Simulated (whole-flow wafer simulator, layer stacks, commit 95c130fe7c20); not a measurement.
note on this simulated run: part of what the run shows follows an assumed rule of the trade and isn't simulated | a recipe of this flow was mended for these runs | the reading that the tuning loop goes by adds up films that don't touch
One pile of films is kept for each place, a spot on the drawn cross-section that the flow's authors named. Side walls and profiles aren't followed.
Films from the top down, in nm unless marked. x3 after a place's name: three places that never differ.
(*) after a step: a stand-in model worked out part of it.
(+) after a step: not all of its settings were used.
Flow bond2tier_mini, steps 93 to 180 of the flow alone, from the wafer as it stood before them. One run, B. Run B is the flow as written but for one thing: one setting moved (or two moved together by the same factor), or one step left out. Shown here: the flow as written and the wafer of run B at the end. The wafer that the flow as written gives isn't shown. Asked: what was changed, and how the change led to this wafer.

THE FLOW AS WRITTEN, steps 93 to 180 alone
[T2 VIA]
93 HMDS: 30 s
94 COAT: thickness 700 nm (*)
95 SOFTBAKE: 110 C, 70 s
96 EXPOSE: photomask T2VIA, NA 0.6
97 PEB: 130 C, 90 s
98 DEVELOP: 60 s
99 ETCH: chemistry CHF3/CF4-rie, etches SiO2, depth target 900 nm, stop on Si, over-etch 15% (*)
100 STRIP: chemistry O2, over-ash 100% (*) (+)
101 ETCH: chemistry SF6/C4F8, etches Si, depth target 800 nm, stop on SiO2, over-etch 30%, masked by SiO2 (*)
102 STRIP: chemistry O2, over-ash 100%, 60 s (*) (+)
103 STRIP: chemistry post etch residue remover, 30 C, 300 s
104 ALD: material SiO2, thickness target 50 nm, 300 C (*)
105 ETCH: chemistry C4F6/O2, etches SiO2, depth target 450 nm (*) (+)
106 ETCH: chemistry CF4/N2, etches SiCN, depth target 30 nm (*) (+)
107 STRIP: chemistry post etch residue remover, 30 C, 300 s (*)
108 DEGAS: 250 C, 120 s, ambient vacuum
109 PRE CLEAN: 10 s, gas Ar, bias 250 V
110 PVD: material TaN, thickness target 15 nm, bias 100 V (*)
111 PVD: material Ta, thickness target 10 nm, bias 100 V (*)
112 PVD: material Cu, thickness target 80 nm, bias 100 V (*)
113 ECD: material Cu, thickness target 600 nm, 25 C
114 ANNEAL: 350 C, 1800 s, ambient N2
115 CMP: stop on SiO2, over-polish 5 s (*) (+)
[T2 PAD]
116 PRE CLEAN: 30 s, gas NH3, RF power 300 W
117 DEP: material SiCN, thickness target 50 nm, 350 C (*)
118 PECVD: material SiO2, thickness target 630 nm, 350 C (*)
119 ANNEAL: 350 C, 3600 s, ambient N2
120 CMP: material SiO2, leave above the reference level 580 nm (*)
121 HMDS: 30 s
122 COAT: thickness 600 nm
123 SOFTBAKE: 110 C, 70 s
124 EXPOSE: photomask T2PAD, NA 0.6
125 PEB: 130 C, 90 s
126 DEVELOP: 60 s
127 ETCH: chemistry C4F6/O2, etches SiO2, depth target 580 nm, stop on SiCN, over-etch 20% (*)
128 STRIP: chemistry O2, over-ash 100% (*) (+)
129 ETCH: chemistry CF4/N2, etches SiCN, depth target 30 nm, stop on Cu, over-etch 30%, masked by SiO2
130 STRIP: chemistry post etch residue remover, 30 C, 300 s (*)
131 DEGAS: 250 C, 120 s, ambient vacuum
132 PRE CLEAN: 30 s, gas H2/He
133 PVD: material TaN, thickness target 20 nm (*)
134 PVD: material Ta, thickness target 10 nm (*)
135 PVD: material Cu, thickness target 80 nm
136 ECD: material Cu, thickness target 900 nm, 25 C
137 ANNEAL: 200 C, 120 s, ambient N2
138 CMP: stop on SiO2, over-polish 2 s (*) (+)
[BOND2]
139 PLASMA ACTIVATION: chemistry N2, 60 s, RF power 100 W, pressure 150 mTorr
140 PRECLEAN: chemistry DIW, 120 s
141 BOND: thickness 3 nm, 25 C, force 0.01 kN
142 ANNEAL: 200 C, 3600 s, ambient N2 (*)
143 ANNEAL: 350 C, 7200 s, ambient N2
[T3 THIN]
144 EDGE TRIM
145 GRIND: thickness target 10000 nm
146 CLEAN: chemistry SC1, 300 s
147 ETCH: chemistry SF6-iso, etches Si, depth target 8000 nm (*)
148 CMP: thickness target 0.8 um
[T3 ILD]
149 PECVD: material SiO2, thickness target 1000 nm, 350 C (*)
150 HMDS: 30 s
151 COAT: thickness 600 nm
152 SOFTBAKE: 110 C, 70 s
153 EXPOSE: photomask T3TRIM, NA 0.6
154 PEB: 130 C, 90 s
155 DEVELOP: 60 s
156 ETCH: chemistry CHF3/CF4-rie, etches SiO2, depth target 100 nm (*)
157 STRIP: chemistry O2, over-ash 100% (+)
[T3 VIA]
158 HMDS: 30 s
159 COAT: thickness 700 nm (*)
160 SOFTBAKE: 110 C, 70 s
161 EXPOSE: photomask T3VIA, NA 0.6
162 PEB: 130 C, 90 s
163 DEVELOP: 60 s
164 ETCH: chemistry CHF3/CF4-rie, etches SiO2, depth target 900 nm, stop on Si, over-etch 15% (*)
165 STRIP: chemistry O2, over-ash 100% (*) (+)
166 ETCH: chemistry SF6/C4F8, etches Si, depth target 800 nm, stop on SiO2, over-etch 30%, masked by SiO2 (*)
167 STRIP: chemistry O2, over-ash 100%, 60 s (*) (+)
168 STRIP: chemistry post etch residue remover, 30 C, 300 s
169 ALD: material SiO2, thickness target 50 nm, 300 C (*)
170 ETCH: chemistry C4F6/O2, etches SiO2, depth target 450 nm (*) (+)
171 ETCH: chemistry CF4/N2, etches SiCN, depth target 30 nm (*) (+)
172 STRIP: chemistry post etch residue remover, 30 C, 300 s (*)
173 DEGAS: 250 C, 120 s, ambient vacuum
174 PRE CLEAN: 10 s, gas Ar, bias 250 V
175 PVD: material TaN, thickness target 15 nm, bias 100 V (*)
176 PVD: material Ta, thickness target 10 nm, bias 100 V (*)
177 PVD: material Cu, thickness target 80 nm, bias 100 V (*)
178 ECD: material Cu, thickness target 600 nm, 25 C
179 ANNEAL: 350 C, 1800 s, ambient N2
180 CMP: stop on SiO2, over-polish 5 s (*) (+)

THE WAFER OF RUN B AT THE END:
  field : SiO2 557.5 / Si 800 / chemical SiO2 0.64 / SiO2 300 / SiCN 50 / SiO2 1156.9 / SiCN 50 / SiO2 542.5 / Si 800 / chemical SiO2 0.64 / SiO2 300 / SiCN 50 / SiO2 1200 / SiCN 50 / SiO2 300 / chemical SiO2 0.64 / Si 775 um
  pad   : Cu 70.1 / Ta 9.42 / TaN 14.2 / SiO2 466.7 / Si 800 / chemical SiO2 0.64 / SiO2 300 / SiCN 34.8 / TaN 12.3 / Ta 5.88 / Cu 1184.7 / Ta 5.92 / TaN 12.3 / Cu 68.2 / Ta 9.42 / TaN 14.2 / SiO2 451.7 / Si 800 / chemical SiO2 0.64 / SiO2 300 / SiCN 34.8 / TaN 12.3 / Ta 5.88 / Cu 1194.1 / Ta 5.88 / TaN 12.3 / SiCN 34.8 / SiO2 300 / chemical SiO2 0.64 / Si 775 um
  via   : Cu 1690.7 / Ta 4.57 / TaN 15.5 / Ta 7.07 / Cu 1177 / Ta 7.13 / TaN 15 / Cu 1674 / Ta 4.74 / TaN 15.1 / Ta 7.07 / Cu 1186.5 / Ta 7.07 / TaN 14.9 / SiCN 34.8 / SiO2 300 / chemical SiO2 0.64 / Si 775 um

The cause: step 104, ALD: thickness target 35 nm was run, where the flow has thickness target 50 nm.

How the change led to this, step by step:
  104 ALD: material SiO2, thickness target 50 nm, 300 C (*)
      field, pad, via: SiO2 +35 (as written it would be: SiO2 +50)
  105 ETCH: chemistry C4F6/O2, etches SiO2, depth target 450 nm (*) (+)
      via: SiO2 -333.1 (all of it), SiCN -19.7 (as written it would be: SiO2 -348.1 (all of it), SiCN -17.2)
  106 ETCH: chemistry CF4/N2, etches SiCN, depth target 30 nm (*) (+)
      via: SiCN -15.1 (all of it), TaN -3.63 (as written it would be: SiCN -17.6 (all of it), TaN -3.01)
  112 PVD: material Cu, thickness target 80 nm, bias 100 V (*)
      via: Cu +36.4 (new film) (as written it would be: Cu +35 (new film))
